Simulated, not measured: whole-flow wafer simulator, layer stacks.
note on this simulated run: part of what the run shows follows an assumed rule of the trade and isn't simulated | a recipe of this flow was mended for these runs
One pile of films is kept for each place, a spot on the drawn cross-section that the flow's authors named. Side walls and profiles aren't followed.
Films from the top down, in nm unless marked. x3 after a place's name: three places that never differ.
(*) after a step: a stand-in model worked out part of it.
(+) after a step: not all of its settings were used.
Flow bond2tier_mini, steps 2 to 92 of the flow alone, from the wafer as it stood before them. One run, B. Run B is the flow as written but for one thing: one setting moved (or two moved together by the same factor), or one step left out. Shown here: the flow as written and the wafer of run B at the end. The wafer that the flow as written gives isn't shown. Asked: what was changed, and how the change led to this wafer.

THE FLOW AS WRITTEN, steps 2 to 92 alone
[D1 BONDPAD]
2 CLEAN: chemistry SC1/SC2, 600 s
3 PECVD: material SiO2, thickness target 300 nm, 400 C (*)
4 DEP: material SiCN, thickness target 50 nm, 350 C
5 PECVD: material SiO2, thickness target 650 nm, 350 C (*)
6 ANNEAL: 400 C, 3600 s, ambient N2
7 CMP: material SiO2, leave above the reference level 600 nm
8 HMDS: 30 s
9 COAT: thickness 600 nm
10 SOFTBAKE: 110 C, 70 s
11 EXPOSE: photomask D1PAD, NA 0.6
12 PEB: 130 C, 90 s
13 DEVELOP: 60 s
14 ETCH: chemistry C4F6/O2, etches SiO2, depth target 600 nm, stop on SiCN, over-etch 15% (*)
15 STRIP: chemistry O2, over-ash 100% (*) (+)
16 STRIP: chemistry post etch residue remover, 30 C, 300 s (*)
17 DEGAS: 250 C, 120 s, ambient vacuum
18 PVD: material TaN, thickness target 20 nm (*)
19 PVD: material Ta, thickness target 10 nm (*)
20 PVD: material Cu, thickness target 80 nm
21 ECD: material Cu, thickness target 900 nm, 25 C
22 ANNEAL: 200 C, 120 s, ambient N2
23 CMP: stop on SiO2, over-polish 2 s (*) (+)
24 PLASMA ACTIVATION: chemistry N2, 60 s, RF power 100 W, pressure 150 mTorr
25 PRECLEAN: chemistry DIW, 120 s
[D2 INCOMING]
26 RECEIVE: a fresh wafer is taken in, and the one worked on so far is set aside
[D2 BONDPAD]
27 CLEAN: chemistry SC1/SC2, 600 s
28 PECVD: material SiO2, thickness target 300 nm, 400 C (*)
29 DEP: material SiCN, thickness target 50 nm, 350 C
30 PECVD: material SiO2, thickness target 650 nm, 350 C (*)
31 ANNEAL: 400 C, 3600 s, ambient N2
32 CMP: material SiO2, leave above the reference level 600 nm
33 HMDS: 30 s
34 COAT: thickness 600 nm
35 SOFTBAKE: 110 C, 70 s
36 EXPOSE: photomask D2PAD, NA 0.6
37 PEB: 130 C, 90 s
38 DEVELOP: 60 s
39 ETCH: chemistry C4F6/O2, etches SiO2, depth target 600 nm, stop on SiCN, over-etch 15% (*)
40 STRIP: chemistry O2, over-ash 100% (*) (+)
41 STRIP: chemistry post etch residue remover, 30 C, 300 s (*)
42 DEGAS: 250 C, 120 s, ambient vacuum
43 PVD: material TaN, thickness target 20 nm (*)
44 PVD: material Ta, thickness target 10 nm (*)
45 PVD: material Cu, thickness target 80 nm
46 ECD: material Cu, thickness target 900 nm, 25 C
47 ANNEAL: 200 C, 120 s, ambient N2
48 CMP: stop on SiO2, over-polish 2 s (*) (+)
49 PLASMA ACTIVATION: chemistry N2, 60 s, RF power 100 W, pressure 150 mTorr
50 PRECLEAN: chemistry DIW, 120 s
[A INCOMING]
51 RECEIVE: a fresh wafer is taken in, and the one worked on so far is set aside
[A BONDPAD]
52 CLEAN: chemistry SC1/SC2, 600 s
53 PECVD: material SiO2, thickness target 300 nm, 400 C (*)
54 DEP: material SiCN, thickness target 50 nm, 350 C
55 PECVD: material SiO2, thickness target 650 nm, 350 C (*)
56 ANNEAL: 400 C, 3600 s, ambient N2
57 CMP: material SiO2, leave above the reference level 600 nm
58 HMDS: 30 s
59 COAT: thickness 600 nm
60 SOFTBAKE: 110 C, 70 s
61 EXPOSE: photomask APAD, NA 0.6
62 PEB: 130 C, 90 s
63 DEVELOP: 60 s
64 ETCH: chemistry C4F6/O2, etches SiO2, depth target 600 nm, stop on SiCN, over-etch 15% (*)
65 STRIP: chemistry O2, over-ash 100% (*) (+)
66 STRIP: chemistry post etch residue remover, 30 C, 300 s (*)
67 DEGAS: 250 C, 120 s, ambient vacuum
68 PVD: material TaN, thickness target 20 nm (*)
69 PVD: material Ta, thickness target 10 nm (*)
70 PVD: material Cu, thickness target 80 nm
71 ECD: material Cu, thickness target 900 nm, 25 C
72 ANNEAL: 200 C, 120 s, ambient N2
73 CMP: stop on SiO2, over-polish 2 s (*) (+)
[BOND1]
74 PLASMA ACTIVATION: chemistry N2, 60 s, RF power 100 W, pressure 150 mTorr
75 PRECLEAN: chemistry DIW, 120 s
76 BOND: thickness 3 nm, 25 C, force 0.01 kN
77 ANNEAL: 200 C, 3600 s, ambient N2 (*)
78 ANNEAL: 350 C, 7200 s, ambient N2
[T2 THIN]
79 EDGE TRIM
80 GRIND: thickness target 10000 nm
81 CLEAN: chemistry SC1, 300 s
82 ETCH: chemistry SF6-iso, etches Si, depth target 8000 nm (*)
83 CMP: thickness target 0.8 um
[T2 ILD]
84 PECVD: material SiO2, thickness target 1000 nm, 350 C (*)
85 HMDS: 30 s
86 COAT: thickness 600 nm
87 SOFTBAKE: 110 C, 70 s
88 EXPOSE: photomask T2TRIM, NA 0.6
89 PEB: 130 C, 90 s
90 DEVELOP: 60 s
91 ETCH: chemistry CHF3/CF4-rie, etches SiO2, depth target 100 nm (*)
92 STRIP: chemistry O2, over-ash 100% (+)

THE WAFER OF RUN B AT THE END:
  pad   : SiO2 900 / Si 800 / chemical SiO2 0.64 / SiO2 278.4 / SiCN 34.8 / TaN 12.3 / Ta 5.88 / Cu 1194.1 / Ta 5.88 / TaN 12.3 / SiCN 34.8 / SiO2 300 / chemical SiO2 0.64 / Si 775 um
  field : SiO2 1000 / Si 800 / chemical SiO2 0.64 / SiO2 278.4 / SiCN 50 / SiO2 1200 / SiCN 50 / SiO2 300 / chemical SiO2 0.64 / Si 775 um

The cause: step 3, PECVD: thickness target 278.4 nm was run, where the flow has thickness target 300 nm.
It can be read off the wafer: pad has SiO2 278.4, and step 3 as written asks for 300 nm.

How the change led to this, step by step:
  3 PECVD: material SiO2, thickness target 300 nm, 400 C (*)
      field, pad, via: SiO2 +278.4 (new film) (as written it would be: SiO2 +300 (new film))
  76 BOND: thickness 3 nm, 25 C, force 0.01 kN
      field: Si +775 um (new film), chemical SiO2 +0.64 (new film), SiO2 +278.4 (new film), SiCN +50 (new film), SiO2 +600 (as written it would be: Si +775 um (new film), chemical SiO2 +0.64 (new film), SiO2 +300 (new film), SiCN +50 (new film), SiO2 +600)
      pad: Si +775 um (new film), chemical SiO2 +0.64 (new film), SiO2 +278.4 (new film), SiCN +34.8 (new film), TaN +12.3 (new film), Ta +5.88 (new film), Cu +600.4 (as written it would be: Si +775 um (new film), chemical SiO2 +0.64 (new film), SiO2 +300 (new film), SiCN +34.8 (new film), TaN +12.3 (new film), Ta +5.88 (new film), Cu +600.4)
      (and at 1 more place)
